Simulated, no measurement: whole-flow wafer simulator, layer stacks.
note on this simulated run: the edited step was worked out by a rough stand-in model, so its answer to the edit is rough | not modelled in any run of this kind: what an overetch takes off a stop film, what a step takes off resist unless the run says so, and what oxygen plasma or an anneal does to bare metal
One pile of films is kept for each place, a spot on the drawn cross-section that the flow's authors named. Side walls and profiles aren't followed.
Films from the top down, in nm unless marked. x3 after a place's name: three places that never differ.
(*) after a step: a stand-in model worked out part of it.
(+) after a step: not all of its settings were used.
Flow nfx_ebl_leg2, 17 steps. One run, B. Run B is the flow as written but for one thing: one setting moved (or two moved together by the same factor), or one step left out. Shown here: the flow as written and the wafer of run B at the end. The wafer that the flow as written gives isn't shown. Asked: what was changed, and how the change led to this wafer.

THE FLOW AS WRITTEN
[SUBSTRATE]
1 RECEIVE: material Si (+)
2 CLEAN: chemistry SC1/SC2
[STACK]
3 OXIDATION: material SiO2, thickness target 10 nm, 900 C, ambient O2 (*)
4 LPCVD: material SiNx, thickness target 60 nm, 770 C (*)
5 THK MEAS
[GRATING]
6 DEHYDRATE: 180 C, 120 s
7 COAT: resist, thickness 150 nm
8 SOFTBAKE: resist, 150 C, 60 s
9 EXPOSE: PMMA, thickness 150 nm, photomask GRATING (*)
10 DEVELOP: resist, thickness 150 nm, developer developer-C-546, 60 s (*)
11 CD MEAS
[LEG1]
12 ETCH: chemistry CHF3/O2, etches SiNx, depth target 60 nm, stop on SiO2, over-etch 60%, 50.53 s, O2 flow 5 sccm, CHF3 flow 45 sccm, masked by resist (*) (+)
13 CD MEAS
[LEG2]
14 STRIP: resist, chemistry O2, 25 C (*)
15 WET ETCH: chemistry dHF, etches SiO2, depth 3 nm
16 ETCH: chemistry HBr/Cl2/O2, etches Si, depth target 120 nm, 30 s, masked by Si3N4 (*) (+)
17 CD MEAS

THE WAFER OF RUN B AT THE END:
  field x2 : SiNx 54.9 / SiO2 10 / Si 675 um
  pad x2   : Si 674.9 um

The cause: step 16, ETCH: depth target 90.6 nm was run, where the flow has depth target 120 nm; step 16, ETCH: 22.65 s was run, where the flow has 30 s.

How the change led to this, step by step:
  16 ETCH: chemistry HBr/Cl2/O2, etches Si, depth target 120 nm, 30 s, masked by Si3N4 (*) (+)
      field x2: SiNx -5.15 (as written it would be: SiNx -6.82)
      pad x2: Si -90.6 (as written it would be: Si -120)
